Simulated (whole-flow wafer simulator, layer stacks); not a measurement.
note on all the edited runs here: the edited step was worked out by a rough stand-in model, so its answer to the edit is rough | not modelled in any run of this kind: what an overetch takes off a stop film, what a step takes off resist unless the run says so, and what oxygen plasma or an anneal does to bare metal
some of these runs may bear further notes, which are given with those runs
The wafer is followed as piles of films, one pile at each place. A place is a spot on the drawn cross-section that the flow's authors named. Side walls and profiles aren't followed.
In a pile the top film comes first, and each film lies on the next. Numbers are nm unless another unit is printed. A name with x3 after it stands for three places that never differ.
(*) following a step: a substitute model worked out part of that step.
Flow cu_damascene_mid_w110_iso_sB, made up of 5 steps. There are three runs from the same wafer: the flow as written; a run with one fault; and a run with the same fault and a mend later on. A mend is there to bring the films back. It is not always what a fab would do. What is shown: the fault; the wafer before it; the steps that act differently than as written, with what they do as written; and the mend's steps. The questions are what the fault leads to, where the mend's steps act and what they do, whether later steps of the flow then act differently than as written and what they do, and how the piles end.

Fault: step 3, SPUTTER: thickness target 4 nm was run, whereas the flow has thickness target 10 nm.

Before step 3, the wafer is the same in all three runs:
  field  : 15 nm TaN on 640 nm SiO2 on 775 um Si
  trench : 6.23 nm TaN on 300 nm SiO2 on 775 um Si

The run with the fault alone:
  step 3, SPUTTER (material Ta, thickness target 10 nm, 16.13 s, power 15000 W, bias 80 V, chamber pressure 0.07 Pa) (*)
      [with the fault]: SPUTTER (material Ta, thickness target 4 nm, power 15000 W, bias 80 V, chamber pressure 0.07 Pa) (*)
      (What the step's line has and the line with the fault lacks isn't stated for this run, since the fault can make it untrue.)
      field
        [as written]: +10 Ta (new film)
        [with the fault]: +4 Ta (new film)
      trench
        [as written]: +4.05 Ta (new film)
        [with the fault]: +1.62 Ta (new film)
  None of the later steps of the flow differs from how it acts as written, at any place that is followed, by more than 2% or 0.5 nm, whichever is larger.
  At field, trench, the piles at the end differ from the flow's by more than 2% or 0.5 nm, whichever is larger.
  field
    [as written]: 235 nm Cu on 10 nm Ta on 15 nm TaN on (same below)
    [with the fault]: 235 nm Cu on 4 nm Ta on 15 nm TaN on (same below)
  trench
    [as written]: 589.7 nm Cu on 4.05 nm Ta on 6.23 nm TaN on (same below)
    [with the fault]: 586.2 nm Cu on 1.62 nm Ta on 6.23 nm TaN on (same below)

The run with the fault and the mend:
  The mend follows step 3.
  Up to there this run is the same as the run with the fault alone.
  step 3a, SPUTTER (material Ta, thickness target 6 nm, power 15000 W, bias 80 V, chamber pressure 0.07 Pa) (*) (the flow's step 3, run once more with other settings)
      field
        +6 Ta
      trench
        +2.39 Ta
  None of the later steps of the flow acts differently than as written at any place that is followed.
  When the end is reached, the piles differ only a little from the flow's at the places that both follow, at most by 2% or 0.5 nm, whichever is larger.
